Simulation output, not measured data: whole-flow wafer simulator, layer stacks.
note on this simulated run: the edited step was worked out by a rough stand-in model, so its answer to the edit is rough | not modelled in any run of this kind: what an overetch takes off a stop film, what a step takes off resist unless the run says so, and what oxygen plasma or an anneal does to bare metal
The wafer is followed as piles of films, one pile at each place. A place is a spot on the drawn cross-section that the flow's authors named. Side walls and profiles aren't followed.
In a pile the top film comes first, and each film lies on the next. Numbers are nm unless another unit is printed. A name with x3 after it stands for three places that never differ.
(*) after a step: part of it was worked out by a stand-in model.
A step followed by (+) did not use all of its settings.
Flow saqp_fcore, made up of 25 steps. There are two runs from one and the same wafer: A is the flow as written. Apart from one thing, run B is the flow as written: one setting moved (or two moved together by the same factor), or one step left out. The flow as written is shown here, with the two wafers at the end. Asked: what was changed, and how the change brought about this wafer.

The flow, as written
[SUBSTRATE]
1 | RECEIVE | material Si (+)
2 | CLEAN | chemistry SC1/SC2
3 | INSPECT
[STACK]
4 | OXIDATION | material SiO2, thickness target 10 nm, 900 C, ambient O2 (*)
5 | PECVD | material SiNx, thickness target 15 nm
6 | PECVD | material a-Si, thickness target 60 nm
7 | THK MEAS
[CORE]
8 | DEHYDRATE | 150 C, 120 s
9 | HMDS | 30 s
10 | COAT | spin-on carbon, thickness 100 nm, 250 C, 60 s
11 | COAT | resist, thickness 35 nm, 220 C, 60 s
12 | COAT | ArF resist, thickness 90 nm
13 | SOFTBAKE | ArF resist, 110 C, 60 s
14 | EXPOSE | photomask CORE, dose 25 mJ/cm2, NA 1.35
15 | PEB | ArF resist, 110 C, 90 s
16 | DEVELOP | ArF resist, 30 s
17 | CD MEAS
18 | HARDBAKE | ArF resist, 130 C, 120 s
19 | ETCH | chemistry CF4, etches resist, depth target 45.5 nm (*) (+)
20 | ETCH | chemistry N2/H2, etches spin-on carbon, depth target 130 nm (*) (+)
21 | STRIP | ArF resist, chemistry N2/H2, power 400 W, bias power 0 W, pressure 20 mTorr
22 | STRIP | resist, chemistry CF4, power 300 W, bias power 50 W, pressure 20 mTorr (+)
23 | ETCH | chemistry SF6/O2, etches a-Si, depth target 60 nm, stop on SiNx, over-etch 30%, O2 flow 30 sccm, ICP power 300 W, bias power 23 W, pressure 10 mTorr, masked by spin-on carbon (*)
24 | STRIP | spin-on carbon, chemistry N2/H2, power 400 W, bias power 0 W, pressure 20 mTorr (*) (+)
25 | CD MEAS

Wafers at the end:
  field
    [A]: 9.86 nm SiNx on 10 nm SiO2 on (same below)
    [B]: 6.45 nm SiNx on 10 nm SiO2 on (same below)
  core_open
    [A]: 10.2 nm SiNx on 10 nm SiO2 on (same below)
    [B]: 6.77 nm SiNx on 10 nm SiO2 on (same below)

What caused this: step 23, ETCH: depth target 81 nm was run, while the flow as written has depth target 60 nm.

How this came from the change, step by step:
  23 | ETCH | chemistry SF6/O2, etches a-Si, depth target 60 nm, stop on SiNx, over-etch 30%, O2 flow 30 sccm, ICP power 300 W, bias power 23 W, pressure 10 mTorr, masked by spin-on carbon (*)
      field: A a-Si loses 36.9 (all of it), SiNx loses 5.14 | B a-Si loses 36.9 (all of it), SiNx loses 8.55
      core_open: A a-Si loses 39.4 (all of it), SiNx loses 4.82 | B a-Si loses 39.4 (all of it), SiNx loses 8.23
